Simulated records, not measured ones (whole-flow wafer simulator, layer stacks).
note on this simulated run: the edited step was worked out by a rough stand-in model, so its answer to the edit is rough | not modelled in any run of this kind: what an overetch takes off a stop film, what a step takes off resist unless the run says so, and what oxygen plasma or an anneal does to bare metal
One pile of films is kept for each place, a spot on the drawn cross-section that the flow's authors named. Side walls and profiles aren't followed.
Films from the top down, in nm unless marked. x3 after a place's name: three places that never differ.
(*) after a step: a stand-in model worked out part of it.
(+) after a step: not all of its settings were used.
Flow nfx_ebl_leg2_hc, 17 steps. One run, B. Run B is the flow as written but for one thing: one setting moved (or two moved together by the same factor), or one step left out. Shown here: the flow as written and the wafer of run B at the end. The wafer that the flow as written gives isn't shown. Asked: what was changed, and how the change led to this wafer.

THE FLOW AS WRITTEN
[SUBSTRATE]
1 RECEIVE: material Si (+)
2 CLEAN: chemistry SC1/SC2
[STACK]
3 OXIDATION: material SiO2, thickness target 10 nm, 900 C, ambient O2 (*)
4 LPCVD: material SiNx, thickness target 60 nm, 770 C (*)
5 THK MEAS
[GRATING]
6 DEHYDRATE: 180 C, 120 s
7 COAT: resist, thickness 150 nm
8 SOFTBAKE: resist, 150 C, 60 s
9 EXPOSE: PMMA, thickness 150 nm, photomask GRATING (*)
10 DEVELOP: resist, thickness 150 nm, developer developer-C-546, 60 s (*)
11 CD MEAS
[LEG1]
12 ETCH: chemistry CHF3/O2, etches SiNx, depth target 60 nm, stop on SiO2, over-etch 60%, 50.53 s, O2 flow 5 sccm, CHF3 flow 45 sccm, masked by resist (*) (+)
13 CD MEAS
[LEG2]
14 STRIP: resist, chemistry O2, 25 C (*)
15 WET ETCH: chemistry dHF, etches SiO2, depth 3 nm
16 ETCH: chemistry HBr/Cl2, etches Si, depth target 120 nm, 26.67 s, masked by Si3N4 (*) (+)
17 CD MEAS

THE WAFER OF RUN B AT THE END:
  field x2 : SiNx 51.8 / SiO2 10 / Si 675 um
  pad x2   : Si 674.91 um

The cause: step 16, ETCH: depth target 85.8 nm was run, where the flow has depth target 120 nm; step 16, ETCH: 19.07 s was run, where the flow has 26.67 s.

How the change led to this, step by step:
  16 ETCH: chemistry HBr/Cl2, etches Si, depth target 120 nm, 26.67 s, masked by Si3N4 (*) (+)
      field x2: SiNx -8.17 (as written it would be: SiNx -11.4)
      pad x2: Si -85.8 (as written it would be: Si -120)
